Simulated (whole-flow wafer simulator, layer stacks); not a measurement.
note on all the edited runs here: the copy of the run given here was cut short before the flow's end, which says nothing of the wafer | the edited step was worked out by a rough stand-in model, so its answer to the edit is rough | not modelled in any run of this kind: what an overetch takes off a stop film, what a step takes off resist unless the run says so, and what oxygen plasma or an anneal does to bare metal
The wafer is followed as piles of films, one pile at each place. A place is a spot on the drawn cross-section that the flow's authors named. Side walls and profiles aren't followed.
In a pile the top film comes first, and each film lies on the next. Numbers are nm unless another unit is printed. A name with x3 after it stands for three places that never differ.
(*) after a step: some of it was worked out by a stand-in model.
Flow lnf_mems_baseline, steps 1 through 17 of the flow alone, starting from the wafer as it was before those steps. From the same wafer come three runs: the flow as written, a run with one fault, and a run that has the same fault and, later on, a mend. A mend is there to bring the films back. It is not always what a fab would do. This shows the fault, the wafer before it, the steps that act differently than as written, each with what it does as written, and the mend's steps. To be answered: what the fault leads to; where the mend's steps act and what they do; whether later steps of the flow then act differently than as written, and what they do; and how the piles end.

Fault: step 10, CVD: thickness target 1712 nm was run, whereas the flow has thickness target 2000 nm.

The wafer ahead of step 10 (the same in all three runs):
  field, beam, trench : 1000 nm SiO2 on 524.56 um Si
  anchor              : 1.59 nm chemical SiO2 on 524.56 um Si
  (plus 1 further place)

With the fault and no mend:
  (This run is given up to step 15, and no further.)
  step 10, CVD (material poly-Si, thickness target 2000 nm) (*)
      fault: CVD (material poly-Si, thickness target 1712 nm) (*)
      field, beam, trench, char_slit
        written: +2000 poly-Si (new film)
        fault: +1712 poly-Si (new film)
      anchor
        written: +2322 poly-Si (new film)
        fault: +1824.3 poly-Si (new film)
  Later steps of the flow acting differently than as written (1 more step, not shown, differs only slightly: by at most 2% or 0.5 nm, whichever is larger):
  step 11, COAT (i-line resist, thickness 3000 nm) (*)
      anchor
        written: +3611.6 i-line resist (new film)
        fault: +3813.8 i-line resist (new film)
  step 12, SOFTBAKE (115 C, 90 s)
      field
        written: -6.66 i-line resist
        fault: -7.39 i-line resist
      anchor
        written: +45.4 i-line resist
        fault: +50.8 i-line resist
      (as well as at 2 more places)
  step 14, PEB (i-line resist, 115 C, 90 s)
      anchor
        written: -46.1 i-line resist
        fault: -49.8 i-line resist
  Once step 15 is done, the piles at field, anchor, beam, trench, char_slit depart from the flow's by more than 2% or 0.5 nm, whichever is larger.
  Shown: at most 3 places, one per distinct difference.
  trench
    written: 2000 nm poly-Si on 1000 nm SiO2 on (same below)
    fault: 1712 nm poly-Si on 1000 nm SiO2 on (same below)
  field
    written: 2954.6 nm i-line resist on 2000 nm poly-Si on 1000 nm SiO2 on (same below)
    fault: 2953.4 nm i-line resist on 1712 nm poly-Si on 1000 nm SiO2 on (same below)
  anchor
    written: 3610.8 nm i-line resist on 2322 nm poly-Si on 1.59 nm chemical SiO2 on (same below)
    fault: 3814.6 nm i-line resist on 1824.3 nm poly-Si on 1.59 nm chemical SiO2 on (same below)

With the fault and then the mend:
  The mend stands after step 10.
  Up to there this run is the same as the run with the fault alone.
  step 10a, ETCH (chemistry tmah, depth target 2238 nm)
      field, beam, trench, char_slit
        -1712 poly-Si (all of it)
      anchor
        -1824.3 poly-Si (all of it)
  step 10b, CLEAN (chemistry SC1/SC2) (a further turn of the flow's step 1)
      does not change any film at any place that is followed
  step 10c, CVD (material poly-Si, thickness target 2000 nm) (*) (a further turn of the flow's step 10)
      field, beam, trench, char_slit
        +2000 poly-Si (new film)
      anchor
        +2322 poly-Si (new film)
  Later steps of the flow that are run all act as written at every place that is followed.
  At every place that both follow, the piles at the end match the flow's.
